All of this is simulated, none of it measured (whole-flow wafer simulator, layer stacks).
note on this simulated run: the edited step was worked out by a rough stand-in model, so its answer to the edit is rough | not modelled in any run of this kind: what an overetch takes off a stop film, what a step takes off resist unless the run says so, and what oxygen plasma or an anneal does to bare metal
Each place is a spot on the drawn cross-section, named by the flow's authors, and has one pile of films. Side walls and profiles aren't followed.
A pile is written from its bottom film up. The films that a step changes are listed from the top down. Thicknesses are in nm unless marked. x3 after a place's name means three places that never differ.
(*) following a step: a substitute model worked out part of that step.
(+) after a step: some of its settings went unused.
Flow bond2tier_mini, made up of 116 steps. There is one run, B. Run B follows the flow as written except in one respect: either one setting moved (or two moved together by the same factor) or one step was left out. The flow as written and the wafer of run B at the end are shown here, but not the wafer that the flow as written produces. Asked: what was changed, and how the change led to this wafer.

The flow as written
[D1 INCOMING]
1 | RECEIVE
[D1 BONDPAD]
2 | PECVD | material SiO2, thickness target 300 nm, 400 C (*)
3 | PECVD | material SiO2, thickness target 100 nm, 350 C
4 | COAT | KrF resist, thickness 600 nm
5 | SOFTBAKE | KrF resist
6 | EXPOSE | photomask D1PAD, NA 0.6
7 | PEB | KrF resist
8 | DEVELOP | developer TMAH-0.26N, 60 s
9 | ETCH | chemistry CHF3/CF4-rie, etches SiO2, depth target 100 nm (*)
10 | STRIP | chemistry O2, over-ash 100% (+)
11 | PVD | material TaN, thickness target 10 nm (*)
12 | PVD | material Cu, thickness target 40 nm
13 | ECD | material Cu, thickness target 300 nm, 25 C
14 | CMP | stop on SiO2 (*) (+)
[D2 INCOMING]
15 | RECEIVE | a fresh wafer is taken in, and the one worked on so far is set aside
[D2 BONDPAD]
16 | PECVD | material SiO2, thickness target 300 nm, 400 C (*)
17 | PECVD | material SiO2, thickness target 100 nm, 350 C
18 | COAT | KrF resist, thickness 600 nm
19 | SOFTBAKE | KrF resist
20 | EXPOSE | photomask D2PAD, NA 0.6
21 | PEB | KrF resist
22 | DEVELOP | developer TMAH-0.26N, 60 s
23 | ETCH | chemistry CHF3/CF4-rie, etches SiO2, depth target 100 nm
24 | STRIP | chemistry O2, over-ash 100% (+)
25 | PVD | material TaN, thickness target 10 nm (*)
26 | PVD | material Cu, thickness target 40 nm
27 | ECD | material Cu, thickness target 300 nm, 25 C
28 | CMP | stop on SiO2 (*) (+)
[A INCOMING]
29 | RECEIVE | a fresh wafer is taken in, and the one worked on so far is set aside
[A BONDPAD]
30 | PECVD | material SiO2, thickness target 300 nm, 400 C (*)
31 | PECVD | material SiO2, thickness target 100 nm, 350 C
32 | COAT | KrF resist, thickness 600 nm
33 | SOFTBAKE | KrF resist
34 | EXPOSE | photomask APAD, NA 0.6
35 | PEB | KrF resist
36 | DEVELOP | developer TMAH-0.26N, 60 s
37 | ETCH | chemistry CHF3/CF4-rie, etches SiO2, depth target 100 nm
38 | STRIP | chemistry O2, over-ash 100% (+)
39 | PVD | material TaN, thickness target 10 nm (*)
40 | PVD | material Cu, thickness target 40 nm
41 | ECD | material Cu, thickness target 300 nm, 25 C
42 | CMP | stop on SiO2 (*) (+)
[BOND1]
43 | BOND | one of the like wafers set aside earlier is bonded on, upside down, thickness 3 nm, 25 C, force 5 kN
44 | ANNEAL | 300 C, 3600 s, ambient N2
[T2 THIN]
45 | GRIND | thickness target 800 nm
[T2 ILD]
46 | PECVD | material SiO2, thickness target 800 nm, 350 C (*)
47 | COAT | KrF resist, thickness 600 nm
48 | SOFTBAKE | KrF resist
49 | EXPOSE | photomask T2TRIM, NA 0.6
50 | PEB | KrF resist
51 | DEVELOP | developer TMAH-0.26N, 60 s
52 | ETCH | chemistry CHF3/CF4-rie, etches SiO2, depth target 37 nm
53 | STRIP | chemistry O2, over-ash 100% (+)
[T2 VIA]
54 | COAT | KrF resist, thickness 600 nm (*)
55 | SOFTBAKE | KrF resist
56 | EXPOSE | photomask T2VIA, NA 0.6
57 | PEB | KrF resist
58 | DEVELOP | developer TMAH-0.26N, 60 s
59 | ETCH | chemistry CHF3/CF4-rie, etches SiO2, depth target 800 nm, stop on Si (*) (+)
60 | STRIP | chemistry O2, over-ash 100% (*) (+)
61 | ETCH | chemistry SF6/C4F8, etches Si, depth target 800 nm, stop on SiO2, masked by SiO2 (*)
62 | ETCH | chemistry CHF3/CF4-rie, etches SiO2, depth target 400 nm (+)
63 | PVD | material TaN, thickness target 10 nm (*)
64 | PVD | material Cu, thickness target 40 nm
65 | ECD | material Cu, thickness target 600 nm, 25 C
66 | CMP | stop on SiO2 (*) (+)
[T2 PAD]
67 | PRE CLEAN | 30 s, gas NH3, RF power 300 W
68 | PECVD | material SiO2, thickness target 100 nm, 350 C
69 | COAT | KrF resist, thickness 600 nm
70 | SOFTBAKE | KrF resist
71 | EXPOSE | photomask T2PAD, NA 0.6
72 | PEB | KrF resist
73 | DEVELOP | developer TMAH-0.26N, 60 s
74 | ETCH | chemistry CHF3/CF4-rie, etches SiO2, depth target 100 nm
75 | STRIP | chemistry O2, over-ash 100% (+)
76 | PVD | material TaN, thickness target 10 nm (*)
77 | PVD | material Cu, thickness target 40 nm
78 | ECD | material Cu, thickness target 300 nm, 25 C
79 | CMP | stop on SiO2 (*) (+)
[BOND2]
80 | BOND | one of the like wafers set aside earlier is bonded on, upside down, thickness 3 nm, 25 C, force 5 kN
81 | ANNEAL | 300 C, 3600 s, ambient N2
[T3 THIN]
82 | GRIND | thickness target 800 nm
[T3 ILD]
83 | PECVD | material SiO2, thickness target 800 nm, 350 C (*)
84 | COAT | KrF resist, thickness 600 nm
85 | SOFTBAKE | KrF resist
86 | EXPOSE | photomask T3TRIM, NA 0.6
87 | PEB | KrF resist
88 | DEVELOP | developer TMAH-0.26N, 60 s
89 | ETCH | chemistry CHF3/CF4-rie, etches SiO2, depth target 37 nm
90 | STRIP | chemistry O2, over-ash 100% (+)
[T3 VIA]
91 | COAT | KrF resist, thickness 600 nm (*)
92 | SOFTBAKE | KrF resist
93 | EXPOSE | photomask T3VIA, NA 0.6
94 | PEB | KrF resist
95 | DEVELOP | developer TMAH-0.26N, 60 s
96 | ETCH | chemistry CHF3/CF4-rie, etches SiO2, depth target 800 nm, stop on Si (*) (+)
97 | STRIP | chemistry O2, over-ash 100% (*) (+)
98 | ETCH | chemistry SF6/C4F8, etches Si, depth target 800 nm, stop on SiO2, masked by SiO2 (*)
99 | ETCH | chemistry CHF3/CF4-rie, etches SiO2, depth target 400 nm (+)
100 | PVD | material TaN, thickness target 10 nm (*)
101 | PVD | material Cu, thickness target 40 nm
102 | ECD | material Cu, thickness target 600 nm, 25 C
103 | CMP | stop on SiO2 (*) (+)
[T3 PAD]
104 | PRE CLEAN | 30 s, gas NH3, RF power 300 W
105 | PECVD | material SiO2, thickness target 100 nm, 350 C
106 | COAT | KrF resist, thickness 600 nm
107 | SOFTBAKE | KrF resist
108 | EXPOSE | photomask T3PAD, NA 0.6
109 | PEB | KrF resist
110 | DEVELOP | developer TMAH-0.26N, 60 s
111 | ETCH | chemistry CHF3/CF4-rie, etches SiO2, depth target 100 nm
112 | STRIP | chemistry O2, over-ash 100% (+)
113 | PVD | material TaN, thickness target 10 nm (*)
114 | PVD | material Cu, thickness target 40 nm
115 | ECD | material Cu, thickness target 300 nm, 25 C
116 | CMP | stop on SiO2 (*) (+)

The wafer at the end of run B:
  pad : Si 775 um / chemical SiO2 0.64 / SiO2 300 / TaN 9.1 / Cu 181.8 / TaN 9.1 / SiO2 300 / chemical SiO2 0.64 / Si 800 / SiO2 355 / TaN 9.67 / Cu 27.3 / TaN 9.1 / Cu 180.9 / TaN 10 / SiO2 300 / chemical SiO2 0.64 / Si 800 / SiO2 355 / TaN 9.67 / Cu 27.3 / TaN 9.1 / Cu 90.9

What caused this: step 25, PVD: thickness target 11 nm was run, whereas the flow has thickness target 10 nm.

The path from the change to this, step by step:
  25 | PVD | material TaN, thickness target 10 nm (*)
      field: +11 TaN (new film) (in the flow as written it would be: +10 TaN (new film))
      pad: +10 TaN (new film) (in the flow as written it would be: +9.1 TaN (new film))
      (as well as at 1 more place)
  28 | CMP | stop on SiO2 (*) (+)
      field: -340 Cu (all of it), -11 TaN (all of it) (in the flow as written it would be: -340 Cu (all of it), -10 TaN (all of it))
  80 | BOND | one of the like wafers set aside earlier is bonded on, upside down, thickness 3 nm, 25 C, force 5 kN
      pad: +775 um Si (new film), +0.64 chemical SiO2 (new film), +300 SiO2 (new film), +10 TaN (new film), +90 Cu (in the flow as written it would be: +775 um Si (new film), +0.64 chemical SiO2 (new film), +300 SiO2 (new film), +9.1 TaN (new film), +90.9 Cu)
